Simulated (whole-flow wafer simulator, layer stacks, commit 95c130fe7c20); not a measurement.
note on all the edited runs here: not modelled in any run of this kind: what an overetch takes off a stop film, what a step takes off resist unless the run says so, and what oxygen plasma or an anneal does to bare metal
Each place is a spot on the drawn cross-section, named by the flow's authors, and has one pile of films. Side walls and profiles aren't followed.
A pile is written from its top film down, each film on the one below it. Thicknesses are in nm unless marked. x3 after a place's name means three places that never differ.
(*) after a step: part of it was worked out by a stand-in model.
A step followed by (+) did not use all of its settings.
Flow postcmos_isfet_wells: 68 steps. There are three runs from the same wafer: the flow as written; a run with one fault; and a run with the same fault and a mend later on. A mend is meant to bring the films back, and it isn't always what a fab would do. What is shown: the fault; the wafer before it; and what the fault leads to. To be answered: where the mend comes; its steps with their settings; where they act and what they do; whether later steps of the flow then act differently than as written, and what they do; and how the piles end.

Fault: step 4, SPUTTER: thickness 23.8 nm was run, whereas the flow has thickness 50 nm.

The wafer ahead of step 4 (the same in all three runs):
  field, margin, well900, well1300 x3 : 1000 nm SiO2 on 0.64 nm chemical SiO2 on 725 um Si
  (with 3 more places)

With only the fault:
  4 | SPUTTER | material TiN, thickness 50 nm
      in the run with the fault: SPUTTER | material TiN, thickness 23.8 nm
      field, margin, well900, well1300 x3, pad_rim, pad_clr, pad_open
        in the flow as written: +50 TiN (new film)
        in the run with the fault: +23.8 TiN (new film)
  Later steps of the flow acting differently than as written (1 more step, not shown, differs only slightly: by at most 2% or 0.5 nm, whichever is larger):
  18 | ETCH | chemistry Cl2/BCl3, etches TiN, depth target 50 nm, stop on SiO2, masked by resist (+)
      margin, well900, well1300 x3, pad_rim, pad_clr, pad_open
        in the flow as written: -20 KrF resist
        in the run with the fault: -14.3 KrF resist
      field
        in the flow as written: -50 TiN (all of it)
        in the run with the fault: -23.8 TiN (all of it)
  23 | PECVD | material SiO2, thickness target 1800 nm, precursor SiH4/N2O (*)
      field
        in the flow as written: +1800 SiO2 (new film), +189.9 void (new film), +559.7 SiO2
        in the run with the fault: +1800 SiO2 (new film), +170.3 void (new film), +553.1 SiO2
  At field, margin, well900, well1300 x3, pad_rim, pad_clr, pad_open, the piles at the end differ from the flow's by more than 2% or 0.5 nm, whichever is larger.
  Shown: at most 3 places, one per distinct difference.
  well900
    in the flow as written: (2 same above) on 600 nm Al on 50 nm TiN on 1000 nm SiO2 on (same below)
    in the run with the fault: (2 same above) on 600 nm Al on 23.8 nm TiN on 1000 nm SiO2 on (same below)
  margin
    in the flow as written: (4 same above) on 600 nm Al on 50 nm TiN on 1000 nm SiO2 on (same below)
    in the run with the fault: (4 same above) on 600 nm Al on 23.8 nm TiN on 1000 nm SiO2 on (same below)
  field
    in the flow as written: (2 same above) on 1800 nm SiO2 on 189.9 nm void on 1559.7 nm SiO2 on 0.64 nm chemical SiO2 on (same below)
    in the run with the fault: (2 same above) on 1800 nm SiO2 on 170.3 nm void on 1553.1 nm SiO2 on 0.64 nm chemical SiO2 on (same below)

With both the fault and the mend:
  The mend follows step 4.
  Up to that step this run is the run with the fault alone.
  4a | SPUTTER | material TiN, thickness 26.2 nm (the flow's step 4, run once more with other settings)
      field, margin, well900, well1300 x3, pad_rim, pad_clr, pad_open
        +26.2 TiN
  Later steps of the flow that are run all act as written at every place that is followed.
  By the end, the piles equal the flow's at every place that both follow.
